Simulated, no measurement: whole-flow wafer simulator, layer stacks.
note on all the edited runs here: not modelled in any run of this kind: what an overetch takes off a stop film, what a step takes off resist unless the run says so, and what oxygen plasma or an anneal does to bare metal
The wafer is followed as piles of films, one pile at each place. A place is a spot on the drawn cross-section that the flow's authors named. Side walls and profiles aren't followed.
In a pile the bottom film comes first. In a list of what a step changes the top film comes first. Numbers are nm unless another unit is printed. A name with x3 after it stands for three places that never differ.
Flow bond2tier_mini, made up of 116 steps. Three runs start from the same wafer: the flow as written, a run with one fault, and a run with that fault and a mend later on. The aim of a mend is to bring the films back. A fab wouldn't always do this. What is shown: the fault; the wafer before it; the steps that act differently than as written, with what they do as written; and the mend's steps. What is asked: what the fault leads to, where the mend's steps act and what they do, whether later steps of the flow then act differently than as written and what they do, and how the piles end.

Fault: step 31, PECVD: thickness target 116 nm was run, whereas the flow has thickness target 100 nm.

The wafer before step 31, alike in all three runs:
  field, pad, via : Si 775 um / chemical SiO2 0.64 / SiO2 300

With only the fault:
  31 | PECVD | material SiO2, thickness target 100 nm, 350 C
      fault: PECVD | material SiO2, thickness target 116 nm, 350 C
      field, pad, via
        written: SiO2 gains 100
        fault: SiO2 gains 116
  None of the later steps of the flow acts differently than as written at any place that is followed.
  By the end, the piles at pad depart from the flow's by more than 2% or 0.5 nm, whichever is larger.
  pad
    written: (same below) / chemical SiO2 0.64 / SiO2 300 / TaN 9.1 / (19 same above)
    fault: (same below) / chemical SiO2 0.64 / SiO2 316 / TaN 9.1 / (19 same above)

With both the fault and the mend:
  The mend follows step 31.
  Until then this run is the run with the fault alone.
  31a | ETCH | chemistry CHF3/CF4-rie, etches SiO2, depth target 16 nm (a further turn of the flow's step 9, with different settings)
      field, pad, via
        SiO2 loses 16
  None of the later steps of the flow acts differently than as written at any place that is followed.
  By the end, the piles equal the flow's at every place that both follow.
